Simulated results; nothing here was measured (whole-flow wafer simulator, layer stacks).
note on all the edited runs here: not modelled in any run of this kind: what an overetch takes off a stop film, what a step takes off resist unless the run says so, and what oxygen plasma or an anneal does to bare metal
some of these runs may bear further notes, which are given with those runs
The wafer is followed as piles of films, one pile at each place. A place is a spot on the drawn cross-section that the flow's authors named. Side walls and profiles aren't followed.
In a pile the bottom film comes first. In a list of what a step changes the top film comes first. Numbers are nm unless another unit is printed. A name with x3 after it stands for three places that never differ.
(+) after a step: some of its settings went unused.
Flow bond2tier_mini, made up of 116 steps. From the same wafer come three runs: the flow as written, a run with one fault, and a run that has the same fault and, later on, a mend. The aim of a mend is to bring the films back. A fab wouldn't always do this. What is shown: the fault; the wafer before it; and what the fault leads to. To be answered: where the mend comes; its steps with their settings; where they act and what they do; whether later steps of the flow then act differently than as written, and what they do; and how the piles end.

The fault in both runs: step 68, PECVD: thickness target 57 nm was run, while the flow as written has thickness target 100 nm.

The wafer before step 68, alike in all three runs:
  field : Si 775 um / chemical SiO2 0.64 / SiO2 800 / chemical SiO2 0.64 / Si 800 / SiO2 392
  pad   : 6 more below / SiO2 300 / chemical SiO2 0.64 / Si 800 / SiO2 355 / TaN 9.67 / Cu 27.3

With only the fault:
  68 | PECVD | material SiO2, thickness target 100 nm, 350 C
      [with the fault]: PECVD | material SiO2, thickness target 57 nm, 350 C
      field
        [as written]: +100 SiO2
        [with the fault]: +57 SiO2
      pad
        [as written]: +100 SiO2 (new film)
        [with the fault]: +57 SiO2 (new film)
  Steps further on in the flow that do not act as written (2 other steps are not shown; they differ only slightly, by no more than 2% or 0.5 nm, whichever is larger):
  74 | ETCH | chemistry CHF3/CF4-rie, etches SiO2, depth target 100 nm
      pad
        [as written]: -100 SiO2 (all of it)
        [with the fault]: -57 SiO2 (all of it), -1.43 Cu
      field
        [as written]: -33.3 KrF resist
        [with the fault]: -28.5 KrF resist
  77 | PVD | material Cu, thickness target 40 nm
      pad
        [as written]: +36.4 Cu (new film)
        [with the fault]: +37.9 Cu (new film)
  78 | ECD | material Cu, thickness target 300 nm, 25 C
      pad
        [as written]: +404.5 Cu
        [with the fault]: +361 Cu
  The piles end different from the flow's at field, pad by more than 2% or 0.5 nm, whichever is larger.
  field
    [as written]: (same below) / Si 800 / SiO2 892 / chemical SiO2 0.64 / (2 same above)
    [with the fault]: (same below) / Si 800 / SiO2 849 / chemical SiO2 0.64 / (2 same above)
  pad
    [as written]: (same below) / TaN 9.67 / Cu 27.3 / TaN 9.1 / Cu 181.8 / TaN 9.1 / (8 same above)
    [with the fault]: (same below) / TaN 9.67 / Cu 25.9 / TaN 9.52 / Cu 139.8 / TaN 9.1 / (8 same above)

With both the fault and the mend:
  The mend follows step 73.
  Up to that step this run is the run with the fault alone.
  73a | STRIP | chemistry O2, over-ash 100% (+)
      field
        -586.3 KrF resist (all of it)
  73b | PECVD | material SiO2, thickness target 43 nm, 350 C (the flow's step 68 again, with other settings)
      field, pad
        +43 SiO2
  73c | COAT | KrF resist, thickness 600 nm (the flow's step 69 again)
      field, pad
        +600 KrF resist (new film)
  73d | SOFTBAKE | KrF resist (the flow's step 70 again)
      leaves every film unchanged at each place that is followed
  73e | EXPOSE | photomask T2PAD, NA 0.6 (the flow's step 71 again)
      leaves every film unchanged at each place that is followed
  73f | PEB | KrF resist (the flow's step 72 again)
      leaves every film unchanged at each place that is followed
  73g | DEVELOP | developer TMAH-0.26N, 60 s (the flow's step 73 again)
      field
        -13.7 KrF resist
      pad
        -600 KrF resist (all of it)
  Every later step of the flow that is run acts as written at every place that is followed.
  At every place that both follow, the piles at the end match the flow's.
